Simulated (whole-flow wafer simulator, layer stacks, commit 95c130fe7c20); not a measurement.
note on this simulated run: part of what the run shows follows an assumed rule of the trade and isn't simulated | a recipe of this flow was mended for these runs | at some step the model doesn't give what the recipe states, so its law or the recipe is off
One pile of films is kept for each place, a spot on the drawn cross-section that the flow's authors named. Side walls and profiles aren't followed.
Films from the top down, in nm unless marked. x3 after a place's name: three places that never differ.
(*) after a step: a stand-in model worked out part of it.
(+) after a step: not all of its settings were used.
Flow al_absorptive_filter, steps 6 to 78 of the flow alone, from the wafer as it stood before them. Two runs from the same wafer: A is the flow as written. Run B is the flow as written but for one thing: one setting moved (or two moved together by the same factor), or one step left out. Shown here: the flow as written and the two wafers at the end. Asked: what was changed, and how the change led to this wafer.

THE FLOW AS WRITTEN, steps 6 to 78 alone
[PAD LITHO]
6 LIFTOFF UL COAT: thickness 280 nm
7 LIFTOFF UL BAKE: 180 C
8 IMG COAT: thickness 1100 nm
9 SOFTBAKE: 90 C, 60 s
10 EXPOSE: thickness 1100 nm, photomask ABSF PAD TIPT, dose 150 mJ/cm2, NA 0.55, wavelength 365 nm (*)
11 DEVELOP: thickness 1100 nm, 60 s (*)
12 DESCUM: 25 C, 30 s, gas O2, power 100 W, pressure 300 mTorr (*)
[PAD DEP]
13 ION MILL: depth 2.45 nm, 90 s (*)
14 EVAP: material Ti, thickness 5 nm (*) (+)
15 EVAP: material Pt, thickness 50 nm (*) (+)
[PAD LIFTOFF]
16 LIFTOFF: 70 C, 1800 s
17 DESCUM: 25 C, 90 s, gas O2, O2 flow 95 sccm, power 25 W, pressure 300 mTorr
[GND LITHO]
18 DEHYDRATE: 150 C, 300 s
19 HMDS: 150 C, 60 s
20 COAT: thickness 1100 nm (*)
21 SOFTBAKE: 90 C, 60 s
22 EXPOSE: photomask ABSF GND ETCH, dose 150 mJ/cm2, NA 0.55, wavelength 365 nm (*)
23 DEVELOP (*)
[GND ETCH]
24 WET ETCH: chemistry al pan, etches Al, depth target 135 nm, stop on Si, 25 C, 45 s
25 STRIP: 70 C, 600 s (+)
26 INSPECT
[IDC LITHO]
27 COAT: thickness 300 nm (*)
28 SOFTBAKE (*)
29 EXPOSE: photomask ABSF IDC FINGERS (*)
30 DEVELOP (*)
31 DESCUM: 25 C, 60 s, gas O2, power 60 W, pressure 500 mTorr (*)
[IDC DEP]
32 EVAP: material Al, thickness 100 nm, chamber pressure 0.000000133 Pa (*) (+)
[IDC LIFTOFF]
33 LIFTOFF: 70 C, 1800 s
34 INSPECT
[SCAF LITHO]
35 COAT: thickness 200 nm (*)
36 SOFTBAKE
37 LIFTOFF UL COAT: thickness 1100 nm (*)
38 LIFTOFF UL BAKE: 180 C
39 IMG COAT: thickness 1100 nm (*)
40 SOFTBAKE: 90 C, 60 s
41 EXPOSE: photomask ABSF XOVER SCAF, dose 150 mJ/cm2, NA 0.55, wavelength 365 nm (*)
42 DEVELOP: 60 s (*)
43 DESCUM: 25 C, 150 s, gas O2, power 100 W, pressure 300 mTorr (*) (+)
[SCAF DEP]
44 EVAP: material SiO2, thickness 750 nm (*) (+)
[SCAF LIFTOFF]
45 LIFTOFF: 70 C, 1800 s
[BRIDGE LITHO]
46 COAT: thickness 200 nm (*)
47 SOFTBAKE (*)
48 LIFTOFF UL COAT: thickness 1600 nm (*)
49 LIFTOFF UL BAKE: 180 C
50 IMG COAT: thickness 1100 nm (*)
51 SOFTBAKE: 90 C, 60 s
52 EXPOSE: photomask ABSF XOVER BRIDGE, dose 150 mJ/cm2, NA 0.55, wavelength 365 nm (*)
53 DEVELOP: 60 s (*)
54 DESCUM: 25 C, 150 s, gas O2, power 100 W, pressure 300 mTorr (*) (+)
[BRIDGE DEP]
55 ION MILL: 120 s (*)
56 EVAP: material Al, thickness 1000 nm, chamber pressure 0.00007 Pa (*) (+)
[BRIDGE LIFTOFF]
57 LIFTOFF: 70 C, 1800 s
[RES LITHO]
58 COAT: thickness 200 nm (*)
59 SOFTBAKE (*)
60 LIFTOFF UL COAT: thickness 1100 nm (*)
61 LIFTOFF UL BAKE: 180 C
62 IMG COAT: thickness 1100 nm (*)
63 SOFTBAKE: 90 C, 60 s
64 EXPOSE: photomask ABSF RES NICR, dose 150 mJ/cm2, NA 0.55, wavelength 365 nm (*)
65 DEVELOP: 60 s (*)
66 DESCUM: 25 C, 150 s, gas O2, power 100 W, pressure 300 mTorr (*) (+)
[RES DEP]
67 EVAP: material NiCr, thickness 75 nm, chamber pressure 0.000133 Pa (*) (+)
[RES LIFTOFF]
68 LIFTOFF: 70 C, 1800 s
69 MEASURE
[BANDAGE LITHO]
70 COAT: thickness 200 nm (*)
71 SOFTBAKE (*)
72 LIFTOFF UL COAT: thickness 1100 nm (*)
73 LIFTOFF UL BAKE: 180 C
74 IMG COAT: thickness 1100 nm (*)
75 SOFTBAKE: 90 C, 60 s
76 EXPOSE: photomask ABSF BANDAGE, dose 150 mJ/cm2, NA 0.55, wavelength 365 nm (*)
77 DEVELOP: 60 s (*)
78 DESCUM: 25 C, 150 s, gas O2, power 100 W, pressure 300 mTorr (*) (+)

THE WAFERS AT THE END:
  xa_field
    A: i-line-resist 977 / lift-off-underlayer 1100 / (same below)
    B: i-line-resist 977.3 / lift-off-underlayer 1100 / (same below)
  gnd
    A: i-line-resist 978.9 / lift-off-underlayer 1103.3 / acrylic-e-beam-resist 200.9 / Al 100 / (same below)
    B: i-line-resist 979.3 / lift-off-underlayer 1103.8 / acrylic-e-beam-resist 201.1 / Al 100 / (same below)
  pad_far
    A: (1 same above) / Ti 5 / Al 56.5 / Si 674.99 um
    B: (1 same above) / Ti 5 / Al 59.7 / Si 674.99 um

The cause: step 11, DEVELOP: 50.4 s was run, where the flow has 60 s.

How the change led to this, step by step:
  11 DEVELOP: thickness 1100 nm, 60 s (*)
      pad_far, pad_near: A i-line-resist -1100 (all of it), lift-off-underlayer -280 (all of it), Al -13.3 | B i-line-resist -1100 (all of it), lift-off-underlayer -280 (all of it), Al -10.1
